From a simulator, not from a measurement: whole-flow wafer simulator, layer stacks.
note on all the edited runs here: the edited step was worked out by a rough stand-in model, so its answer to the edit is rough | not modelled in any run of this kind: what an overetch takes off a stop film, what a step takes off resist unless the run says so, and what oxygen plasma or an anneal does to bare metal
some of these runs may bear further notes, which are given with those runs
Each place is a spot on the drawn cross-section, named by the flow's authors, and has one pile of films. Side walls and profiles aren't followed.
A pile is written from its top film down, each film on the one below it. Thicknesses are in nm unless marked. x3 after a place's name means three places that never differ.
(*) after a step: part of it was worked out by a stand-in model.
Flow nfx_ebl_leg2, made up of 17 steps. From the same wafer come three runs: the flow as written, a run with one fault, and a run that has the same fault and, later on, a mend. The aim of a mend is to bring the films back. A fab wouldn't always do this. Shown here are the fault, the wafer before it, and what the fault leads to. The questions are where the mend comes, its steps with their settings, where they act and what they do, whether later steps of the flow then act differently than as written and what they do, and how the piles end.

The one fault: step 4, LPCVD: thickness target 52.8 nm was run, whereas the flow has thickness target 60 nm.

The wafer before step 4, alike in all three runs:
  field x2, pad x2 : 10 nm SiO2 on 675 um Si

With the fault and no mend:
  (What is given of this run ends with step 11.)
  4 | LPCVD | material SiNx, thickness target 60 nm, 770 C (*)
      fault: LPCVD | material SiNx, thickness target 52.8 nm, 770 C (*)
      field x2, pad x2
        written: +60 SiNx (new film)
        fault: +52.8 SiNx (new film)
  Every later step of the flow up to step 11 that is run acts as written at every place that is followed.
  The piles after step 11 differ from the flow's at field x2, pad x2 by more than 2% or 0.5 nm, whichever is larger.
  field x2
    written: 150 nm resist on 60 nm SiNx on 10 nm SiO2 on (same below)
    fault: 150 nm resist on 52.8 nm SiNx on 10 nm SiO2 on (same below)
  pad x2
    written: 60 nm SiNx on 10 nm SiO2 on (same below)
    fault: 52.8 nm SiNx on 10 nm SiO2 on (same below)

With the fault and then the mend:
  After step 5 comes the mend.
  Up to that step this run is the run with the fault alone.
  5a | ETCH | chemistry h3po4, depth target 60.72 nm
      field x2, pad x2
        -52.8 SiNx (all of it)
  5b | CLEAN | chemistry SC1/SC2 (a further turn of the flow's step 2)
      does not change any film at any place that is followed
  5c | LPCVD | material SiNx, thickness target 60 nm, 770 C (*) (a further turn of the flow's step 4)
      field x2, pad x2
        +60 SiNx (new film)
  Every later step of the flow that is run acts as written at every place that is followed.
  The piles end the same as the flow's at every place that both follow.
